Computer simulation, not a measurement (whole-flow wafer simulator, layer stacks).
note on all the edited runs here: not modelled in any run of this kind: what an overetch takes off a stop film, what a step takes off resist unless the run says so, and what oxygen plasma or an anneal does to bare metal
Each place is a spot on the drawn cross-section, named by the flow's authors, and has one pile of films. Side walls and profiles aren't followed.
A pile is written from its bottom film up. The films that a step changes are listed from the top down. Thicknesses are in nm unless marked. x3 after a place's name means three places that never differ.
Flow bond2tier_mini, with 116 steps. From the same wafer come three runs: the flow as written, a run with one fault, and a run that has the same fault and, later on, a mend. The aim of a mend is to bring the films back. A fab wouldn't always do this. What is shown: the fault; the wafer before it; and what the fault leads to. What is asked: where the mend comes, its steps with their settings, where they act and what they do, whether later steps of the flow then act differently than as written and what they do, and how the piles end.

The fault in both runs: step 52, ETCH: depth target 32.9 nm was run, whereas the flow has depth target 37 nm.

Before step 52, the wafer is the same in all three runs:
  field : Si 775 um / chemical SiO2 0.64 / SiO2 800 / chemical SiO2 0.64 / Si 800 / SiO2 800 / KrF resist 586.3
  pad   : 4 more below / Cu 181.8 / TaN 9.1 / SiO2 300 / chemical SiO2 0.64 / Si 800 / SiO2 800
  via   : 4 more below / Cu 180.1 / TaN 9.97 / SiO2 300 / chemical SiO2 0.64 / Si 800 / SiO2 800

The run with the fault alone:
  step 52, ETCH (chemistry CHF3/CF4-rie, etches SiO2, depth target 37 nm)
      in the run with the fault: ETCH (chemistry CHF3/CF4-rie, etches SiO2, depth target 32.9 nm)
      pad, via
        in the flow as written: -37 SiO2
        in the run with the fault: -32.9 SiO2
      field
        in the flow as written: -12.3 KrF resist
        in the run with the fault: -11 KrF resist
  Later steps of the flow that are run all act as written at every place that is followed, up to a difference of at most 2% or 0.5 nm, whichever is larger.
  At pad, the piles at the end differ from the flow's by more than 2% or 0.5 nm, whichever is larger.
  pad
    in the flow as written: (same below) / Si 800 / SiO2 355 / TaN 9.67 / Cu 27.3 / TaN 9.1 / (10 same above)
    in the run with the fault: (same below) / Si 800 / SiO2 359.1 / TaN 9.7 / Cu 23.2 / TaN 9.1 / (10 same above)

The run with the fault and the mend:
  The mend stands after step 52.
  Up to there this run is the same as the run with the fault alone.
  step 52a, ETCH (chemistry CHF3/CF4-rie, etches SiO2, depth target 4.1 nm) (the flow's step 52 again, with other settings)
      pad, via
        -4.1 SiO2
      field
        -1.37 KrF resist
  Later steps of the flow that are run all act as written at every place that is followed.
  By the end, the piles equal the flow's at every place that both follow.
